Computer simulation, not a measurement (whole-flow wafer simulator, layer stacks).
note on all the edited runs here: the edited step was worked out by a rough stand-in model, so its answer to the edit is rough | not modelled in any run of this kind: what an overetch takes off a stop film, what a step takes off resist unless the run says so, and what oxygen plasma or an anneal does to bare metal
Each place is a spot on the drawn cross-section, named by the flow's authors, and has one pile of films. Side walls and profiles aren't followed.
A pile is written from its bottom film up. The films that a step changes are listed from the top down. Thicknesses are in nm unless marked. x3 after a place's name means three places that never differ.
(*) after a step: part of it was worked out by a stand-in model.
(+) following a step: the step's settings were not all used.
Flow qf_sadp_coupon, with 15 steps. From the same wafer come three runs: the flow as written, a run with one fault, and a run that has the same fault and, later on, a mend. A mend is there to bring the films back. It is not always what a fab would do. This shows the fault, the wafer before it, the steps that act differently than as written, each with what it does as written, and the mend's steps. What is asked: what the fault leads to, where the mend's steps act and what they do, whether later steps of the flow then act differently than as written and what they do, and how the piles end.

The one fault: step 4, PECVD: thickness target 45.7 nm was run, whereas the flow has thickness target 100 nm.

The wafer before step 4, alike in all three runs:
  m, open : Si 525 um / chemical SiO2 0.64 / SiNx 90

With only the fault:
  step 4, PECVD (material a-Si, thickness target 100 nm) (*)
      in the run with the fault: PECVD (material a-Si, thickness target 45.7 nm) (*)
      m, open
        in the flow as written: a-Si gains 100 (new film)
        in the run with the fault: a-Si gains 45.7 (new film)
  Steps later in the flow that act otherwise than as written:
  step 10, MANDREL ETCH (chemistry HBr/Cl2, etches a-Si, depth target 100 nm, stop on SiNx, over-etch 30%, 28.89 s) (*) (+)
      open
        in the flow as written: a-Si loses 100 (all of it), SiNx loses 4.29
        in the run with the fault: a-Si loses 45.7 (all of it), SiNx loses 12
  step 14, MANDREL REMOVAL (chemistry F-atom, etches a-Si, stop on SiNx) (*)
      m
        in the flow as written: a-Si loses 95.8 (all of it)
        in the run with the fault: a-Si loses 41.5 (all of it)
  By the end, the piles at open depart from the flow's by more than 2% or 0.5 nm, whichever is larger.
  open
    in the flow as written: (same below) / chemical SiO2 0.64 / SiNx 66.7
    in the run with the fault: (same below) / chemical SiO2 0.64 / SiNx 58.9

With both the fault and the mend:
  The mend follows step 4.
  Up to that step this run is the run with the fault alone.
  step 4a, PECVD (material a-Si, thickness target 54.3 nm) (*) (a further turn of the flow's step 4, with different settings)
      m, open
        a-Si gains 54.3
  Later steps of the flow that are run all act as written at every place that is followed.
  By the end, the piles equal the flow's at every place that both follow.
